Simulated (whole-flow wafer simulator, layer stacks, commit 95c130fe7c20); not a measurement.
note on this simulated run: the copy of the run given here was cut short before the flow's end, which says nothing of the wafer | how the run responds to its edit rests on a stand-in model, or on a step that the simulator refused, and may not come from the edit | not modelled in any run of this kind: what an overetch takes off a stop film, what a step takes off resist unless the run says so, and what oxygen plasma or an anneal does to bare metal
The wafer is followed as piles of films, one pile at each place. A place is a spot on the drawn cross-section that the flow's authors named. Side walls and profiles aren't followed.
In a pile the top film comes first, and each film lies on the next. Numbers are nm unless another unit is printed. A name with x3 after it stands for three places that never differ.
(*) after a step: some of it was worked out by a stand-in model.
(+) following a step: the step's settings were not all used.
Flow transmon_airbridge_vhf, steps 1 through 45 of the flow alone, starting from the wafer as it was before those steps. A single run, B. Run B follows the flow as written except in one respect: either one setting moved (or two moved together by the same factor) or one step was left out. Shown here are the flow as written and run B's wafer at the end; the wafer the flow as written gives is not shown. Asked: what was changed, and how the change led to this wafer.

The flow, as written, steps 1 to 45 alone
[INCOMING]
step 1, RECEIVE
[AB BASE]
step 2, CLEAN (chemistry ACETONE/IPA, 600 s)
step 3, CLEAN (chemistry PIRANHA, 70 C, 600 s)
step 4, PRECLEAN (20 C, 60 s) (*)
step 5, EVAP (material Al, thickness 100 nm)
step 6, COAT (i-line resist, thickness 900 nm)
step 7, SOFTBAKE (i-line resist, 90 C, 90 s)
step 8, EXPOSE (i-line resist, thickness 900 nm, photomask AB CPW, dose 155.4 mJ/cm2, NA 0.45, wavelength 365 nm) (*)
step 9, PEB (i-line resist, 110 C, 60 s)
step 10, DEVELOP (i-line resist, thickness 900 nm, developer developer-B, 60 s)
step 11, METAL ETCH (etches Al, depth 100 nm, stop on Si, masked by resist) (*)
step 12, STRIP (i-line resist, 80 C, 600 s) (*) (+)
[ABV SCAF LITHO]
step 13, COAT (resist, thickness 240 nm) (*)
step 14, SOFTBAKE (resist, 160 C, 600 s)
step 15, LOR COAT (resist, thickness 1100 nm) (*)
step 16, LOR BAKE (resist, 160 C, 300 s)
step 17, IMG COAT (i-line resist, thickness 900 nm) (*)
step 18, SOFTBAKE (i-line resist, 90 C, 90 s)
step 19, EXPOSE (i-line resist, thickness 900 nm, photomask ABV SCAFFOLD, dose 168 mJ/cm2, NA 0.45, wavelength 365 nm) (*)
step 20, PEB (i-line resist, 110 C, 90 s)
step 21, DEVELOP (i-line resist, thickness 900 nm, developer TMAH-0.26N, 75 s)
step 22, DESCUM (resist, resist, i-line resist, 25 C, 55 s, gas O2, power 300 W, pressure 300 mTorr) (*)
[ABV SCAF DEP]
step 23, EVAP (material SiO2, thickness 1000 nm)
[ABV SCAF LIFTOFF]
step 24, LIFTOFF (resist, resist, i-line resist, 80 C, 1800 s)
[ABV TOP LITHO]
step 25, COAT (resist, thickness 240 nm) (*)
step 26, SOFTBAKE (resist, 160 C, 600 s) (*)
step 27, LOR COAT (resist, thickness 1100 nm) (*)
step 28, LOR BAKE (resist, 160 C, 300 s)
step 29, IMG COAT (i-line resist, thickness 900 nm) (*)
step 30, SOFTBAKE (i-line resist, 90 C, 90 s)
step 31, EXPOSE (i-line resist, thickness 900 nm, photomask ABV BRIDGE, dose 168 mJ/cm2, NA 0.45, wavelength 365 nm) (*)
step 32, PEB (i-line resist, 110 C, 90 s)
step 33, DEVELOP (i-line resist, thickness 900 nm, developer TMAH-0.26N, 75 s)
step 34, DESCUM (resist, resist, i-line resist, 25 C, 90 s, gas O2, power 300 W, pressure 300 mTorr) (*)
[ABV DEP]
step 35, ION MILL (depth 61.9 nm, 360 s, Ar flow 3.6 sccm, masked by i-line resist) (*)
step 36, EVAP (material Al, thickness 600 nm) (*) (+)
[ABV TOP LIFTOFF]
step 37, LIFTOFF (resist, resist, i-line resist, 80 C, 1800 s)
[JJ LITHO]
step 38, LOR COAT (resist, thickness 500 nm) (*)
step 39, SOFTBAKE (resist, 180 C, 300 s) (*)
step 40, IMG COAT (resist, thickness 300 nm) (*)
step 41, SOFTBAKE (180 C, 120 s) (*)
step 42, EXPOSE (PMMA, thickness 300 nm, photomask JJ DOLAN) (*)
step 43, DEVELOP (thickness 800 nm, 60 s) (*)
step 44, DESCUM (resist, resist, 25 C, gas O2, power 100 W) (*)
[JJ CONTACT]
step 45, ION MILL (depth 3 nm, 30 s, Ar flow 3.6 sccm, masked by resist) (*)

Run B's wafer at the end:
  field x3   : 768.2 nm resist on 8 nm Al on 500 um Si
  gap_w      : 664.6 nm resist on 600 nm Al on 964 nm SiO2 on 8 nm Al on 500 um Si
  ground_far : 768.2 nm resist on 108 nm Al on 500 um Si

The reason: step 5, EVAP: thickness 108 nm was run, whereas the flow has thickness 100 nm.
The wafer itself shows it: ground_far has Al 108, and step 5 as written asks for 100 nm.

Step by step, how the change led to this:
  step 5, EVAP (material Al, thickness 100 nm)
      field x3, jj_line, ground_far and 12 more: Al gains 108 (new film) (as written it would have been: Al gains 100 (new film))
  step 11, METAL ETCH (etches Al, depth 100 nm, stop on Si, masked by resist) (*)
      field x3, jj_line, gap_w, gap_e: Al loses 100 (as written it would have been: Al loses 100 (all of it))
  step 45, ION MILL (depth 3 nm, 30 s, Ar flow 3.6 sccm, masked by resist) (*)
      jj_line: Al loses 8 (all of it), Si loses 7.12 (as written it would have been: Si loses 11.6)
Taking metal films that touch as one body, field x3 has 1 body; the flow as written gives 0 bodies.
Taking metal films that touch as one body, gap_w has 2 bodies (between them, from the top down: SiO2 964); the flow as written gives 1 body.
